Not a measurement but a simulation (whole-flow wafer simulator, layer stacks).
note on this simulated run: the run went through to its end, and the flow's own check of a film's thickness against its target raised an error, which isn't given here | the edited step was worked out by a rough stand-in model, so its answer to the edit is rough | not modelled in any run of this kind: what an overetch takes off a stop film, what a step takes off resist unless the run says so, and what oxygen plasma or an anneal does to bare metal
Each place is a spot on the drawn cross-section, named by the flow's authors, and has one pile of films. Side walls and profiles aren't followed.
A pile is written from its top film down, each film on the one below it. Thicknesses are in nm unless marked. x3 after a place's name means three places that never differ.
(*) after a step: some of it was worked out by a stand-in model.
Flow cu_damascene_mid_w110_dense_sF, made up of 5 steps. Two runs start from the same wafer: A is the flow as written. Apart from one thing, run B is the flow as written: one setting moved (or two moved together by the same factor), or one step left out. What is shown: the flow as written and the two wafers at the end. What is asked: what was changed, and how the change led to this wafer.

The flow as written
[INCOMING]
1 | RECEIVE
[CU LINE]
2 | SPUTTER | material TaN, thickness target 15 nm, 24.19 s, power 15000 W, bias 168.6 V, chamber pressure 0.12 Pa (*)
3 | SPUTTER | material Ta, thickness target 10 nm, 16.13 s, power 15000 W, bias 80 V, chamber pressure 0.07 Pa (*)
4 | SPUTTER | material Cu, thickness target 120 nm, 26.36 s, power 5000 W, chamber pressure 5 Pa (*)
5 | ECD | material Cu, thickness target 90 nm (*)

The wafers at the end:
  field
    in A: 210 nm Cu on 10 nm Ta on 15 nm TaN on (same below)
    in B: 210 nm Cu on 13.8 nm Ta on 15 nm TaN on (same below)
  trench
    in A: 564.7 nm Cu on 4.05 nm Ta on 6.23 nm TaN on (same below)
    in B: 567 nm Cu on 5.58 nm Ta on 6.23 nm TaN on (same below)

What caused this: step 3, SPUTTER: thickness target 13.8 nm was run, whereas the flow has thickness target 10 nm; step 3, SPUTTER: 22.18 s was run, where the flow has 16.13 s.
One can read it off the wafer: field has Ta 13.8, and step 3 as written asks for 10 nm.

How this came from the change, step by step:
  3 | SPUTTER | material Ta, thickness target 10 nm, 16.13 s, power 15000 W, bias 80 V, chamber pressure 0.07 Pa (*)
      field: A Ta gains 10 (new film) | B Ta gains 13.8 (new film)
      trench: A Ta gains 4.05 (new film) | B Ta gains 5.58 (new film)
